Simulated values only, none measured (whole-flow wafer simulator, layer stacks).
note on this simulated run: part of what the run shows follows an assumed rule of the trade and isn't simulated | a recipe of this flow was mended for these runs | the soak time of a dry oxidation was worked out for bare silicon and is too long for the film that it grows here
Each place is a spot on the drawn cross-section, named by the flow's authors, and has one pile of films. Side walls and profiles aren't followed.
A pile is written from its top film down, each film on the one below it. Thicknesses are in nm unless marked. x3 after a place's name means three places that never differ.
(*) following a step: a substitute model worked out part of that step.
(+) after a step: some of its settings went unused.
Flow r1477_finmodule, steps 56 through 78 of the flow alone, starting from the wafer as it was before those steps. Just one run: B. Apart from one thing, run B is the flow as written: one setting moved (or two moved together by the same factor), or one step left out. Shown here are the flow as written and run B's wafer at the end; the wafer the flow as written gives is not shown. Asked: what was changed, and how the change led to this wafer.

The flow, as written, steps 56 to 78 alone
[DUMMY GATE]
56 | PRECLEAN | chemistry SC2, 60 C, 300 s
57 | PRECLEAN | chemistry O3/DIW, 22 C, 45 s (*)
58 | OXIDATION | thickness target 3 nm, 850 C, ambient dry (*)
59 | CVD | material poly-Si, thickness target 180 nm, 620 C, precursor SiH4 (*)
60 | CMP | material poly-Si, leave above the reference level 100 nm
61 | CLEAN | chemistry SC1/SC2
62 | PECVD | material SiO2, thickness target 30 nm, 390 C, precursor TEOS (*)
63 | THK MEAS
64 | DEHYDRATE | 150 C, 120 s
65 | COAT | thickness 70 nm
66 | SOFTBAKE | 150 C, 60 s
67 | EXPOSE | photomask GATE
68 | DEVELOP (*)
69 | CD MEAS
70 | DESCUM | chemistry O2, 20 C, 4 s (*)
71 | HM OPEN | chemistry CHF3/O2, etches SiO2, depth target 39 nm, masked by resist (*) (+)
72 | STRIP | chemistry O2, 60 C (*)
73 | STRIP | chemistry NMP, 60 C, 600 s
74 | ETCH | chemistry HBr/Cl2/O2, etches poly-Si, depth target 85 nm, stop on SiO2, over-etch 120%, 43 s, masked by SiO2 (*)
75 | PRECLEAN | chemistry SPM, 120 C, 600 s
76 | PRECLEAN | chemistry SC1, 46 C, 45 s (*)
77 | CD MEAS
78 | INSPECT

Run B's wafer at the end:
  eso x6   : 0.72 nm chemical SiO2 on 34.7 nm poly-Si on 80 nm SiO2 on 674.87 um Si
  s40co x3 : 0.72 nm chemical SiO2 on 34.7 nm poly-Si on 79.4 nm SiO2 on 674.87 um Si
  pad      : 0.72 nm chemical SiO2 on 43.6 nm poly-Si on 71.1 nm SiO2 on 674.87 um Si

What caused this: step 62, PECVD: thickness target 42.8 nm was run, whereas the flow has thickness target 30 nm.

How this came from the change, step by step:
  62 | PECVD | material SiO2, thickness target 30 nm, 390 C, precursor TEOS (*)
      pad, padg, elg x7 and 27 more: SiO2 gains 42.8 (new film) (as written it would have been: SiO2 gains 30 (new film))
  71 | HM OPEN | chemistry CHF3/O2, etches SiO2, depth target 39 nm, masked by resist (*) (+)
      pad, elo x7, eso x6, e200so, s40co x3: SiO2 loses 39 (as written it would have been: SiO2 loses 30 (all of it), chemical SiO2 loses 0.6 (all of it), poly-Si loses 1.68)
  72 | STRIP | chemistry O2, 60 C (*)
      pad, elo x7, eso x6, e200so, s40co x3: nothing (as written it would have been: chemical SiO2 gains 1.12 (new film), poly-Si loses 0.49)
  74 | ETCH | chemistry HBr/Cl2/O2, etches poly-Si, depth target 85 nm, stop on SiO2, over-etch 120%, 43 s, masked by SiO2 (*)
      eso x6, e200so, s40co x3: SiO2 loses 3.8 (all of it), chemical SiO2 loses 0.6 (all of it), poly-Si loses 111 (as written it would have been: chemical SiO2 loses 1.12 (all of it), poly-Si loses 143.9 (all of it), SiO2 loses 0.22)
      elo x7: SiO2 loses 3.8 (all of it), chemical SiO2 loses 0.6 (all of it), poly-Si loses 99.7 (all of it), SiO2 loses 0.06 (as written it would have been: chemical SiO2 loses 1.12 (all of it), poly-Si loses 97.6 (all of it), SiO2 loses 0.45)
      (also at 1 further place)
  75 | PRECLEAN | chemistry SPM, 120 C, 600 s
      pad, eso x6, e200so, s40co x3: chemical SiO2 gains 0.8 (new film), poly-Si loses 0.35 (as written it would have been: nothing)
